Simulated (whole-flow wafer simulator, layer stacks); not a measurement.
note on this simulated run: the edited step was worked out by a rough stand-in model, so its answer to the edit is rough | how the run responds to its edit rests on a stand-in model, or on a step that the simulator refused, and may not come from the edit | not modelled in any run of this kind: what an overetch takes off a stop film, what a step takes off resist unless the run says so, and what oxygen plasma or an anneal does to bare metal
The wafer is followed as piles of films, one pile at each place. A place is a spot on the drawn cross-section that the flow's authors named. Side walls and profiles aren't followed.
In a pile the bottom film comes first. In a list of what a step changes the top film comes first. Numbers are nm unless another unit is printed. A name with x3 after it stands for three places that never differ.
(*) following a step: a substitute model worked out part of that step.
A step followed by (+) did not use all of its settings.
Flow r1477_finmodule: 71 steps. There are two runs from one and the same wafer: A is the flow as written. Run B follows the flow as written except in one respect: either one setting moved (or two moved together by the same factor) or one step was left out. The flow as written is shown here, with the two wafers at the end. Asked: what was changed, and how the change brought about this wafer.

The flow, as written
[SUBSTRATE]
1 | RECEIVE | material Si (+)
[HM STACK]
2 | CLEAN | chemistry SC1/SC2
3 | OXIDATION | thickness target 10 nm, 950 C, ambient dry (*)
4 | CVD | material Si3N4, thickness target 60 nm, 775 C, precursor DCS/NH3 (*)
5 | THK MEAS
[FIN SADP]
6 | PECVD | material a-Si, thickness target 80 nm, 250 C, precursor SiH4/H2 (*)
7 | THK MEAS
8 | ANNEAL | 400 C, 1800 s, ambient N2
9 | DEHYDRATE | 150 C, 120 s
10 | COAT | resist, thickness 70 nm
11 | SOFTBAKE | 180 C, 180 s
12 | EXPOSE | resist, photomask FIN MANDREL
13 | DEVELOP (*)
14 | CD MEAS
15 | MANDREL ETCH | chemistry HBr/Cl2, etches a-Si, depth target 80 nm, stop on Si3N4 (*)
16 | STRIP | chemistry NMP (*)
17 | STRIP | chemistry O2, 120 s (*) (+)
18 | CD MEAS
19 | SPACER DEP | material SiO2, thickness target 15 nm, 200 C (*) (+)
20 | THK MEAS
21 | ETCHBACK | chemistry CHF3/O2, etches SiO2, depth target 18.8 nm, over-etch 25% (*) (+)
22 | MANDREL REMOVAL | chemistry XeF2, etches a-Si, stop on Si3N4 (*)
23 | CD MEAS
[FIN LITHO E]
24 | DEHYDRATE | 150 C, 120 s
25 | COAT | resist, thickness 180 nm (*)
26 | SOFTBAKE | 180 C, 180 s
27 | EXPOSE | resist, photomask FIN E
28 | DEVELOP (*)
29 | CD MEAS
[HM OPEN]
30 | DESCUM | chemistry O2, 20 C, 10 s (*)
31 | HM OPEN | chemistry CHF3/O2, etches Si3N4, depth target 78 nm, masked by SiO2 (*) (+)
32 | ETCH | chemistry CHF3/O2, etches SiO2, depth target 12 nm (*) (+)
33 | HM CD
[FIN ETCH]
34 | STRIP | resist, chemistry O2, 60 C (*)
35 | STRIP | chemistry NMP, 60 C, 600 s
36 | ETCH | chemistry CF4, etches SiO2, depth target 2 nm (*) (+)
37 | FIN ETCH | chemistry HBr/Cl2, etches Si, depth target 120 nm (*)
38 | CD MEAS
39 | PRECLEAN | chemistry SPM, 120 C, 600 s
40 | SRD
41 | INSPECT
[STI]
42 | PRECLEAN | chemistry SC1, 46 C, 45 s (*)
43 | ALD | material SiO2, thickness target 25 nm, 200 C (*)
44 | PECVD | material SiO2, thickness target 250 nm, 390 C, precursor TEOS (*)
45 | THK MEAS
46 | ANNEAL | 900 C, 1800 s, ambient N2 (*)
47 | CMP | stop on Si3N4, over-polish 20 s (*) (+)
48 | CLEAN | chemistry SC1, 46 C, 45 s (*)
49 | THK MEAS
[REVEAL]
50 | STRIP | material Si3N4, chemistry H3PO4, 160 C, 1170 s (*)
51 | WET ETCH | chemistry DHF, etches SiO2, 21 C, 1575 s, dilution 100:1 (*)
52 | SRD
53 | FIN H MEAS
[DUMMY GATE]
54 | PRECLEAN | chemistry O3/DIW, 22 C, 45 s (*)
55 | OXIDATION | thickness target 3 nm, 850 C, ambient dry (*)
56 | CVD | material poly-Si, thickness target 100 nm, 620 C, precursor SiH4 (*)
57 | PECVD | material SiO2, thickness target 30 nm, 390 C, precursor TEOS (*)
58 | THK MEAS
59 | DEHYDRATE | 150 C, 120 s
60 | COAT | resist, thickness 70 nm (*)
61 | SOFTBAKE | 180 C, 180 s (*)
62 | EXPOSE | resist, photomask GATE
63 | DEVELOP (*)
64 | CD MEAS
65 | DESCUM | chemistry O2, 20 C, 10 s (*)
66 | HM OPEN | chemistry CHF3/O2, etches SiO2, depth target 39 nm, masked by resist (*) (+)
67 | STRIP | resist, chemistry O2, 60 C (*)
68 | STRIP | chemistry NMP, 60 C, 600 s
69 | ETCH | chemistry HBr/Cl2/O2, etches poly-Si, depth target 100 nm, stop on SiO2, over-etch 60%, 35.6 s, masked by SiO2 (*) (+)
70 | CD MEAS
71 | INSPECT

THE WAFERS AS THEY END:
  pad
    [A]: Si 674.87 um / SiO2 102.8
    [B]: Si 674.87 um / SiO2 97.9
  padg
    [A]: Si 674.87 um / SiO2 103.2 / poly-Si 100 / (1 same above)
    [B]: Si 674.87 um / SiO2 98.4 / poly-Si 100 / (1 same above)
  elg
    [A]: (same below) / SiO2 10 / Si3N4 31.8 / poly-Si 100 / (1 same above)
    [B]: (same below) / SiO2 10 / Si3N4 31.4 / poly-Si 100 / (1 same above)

What caused this: step 6, PECVD: thickness target 63.2 nm was run, though the flow has thickness target 80 nm.

The path from the change to this, step by step:
  6 | PECVD | material a-Si, thickness target 80 nm, 250 C, precursor SiH4/H2 (*)
      pad, padg, elg and 33 more: A a-Si gains 80 (new film) | B a-Si gains 63.2 (new film)
  15 | MANDREL ETCH | chemistry HBr/Cl2, etches a-Si, depth target 80 nm, stop on Si3N4 (*)
      pad, padg, elg and 27 more: A a-Si loses 80 (all of it) | B a-Si loses 63.2 (all of it)
  21 | ETCHBACK | chemistry CHF3/O2, etches SiO2, depth target 18.8 nm, over-etch 25% (*) (+)
      s40sg_line, s45sg_line, s50sg_line, s40so_line, s45so_line, s50so_line: A SiO2 gains 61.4 | B SiO2 gains 44.6
  22 | MANDREL REMOVAL | chemistry XeF2, etches a-Si, stop on Si3N4 (*)
      s40cg, s45cg, s50cg, s40co, s45co, s50co: A a-Si loses 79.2 (all of it) | B a-Si loses 62.4 (all of it)
  25 | COAT | resist, thickness 180 nm (*)
      s40cg, s40co: A resist gains 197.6 (new film) | B resist gains 193.4 (new film)
      s40sg, s40so: A resist gains 201.2 (new film) | B resist gains 197 (new film)
      (and at 14 other places as well)
  28 | DEVELOP (*)
      s40cg, s40co: A resist loses 197.6 (all of it) | B resist loses 193.4 (all of it)
      s40sg, s40so: A resist loses 201.2 (all of it) | B resist loses 197 (all of it)
      (and at 14 other places as well)
  37 | FIN ETCH | chemistry HBr/Cl2, etches Si, depth target 120 nm (*)
      s40sg_line, s45sg_line, s50sg_line, s40so_line, s45so_line, s50so_line: A SiO2 loses 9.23 | B SiO2 loses 6.6 (all of it), Si3N4 loses 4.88
  43 | ALD | material SiO2, thickness target 25 nm, 200 C (*)
      s40sg_line, s45sg_line, s50sg_line, s40so_line, s45so_line, s50so_line: A SiO2 gains 25 | B SiO2 gains 25 (new film)
      s40cg, s45cg, s50cg, s40co, s45co, s50co: A SiO2 gains 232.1 (new film) | B SiO2 gains 213.1 (new film)
  47 | CMP | stop on Si3N4, over-polish 20 s (*) (+)
      pad, padg, e40sg and 11 more: A SiO2 loses 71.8 | B SiO2 loses 76.6
      s40cg, s45cg, s50cg, s40co, s45co, s50co: A SiO2 loses 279 | B SiO2 loses 264.9
      (and at 7 other places as well)
  50 | STRIP | material Si3N4, chemistry H3PO4, 160 C, 1170 s (*)
      s40sg_line, s45sg_line, s50sg_line, s40so_line, s45so_line, s50so_line: A Si3N4 loses 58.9 (all of it), SiO2 loses 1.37 | B Si3N4 loses 54 (all of it), SiO2 loses 1.52
  51 | WET ETCH | chemistry DHF, etches SiO2, 21 C, 1575 s, dilution 100:1 (*)
      elg, e40lg, e100lg, e200lg, elo, e40lo, e100lo, e200lo: A SiO2 loses 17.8 (all of it), Si3N4 loses 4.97 | B SiO2 loses 13 (all of it), Si3N4 loses 5.37
  56 | CVD | material poly-Si, thickness target 100 nm, 620 C, precursor SiH4 (*)
      s40cg, s40co: A poly-Si gains 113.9 (new film) | B poly-Si gains 120.8 (new film)
      s45cg, s45co: A poly-Si gains 113.4 (new film) | B poly-Si gains 118.3 (new film)
      (and at 3 other places as well)
  60 | COAT | resist, thickness 70 nm (*)
      e40sg, eso, e40so: A resist gains 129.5 (new film) | B resist gains 133.7 (new film)
      e100sg, e100so: A resist gains 129.4 (new film) | B resist gains 133.7 (new film)
      (and at 10 other places as well)
  63 | DEVELOP (*)
      eso, e40so: A resist loses 129.5 (all of it) | B resist loses 133.7 (all of it)
      e100so: A resist loses 129.4 (all of it) | B resist loses 133.7 (all of it)
      (and at 5 other places as well)
  67 | STRIP | resist, chemistry O2, 60 C (*)
      e40sg: A resist loses 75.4 (all of it) | B resist loses 79.6 (all of it)
      e100sg: A resist loses 75.3 (all of it) | B resist loses 79.6 (all of it)
      (and at 5 other places as well)
  69 | ETCH | chemistry HBr/Cl2/O2, etches poly-Si, depth target 100 nm, stop on SiO2, over-etch 60%, 35.6 s, masked by SiO2 (*) (+)
      s40co: A chemical SiO2 loses 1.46 (all of it), poly-Si loses 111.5 (all of it), SiO2 loses 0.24 | B chemical SiO2 loses 1.48 (all of it), poly-Si loses 118.4 (all of it), SiO2 loses 0.21
      s45co: A chemical SiO2 loses 1.46 (all of it), poly-Si loses 110.9 (all of it), SiO2 loses 0.25 | B chemical SiO2 loses 1.48 (all of it), poly-Si loses 115.8 (all of it), SiO2 loses 0.22
      (and at 1 other place as well)
